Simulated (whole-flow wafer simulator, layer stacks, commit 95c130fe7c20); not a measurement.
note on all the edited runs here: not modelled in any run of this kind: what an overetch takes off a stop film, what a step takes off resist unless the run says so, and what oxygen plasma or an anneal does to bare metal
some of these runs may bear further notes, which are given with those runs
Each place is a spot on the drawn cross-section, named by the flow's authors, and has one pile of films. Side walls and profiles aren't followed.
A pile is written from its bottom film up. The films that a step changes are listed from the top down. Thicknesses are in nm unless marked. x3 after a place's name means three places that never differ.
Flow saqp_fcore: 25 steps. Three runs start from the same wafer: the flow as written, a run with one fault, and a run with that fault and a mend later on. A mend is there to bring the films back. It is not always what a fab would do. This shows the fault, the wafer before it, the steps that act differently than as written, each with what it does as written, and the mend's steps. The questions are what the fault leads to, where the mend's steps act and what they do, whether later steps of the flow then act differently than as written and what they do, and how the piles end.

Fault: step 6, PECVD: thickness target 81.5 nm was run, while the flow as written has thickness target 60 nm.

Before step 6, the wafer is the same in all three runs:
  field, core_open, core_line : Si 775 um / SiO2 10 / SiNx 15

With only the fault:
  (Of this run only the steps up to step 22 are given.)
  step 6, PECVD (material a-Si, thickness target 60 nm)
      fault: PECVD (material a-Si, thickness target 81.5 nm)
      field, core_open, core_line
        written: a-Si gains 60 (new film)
        fault: a-Si gains 81.5 (new film)
  None of the later steps of the flow up to step 22 acts differently than as written at any place that is followed.
  The piles after step 22 differ from the flow's at field, core_open, core_line by more than 2% or 0.5 nm, whichever is larger.
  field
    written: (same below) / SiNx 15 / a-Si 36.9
    fault: (same below) / SiNx 15 / a-Si 58.4
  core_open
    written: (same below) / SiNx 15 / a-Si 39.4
    fault: (same below) / SiNx 15 / a-Si 60.9
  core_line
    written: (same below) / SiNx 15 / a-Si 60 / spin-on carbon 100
    fault: (same below) / SiNx 15 / a-Si 81.5 / spin-on carbon 100

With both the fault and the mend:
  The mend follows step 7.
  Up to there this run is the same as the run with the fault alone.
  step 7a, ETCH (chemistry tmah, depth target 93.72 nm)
      field, core_open, core_line
        a-Si loses 81.5 (all of it)
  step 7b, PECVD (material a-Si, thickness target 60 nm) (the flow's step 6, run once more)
      field, core_open, core_line
        a-Si gains 60 (new film)
  None of the later steps of the flow acts differently than as written at any place that is followed.
  By the end, the piles equal the flow's at every place that both follow.
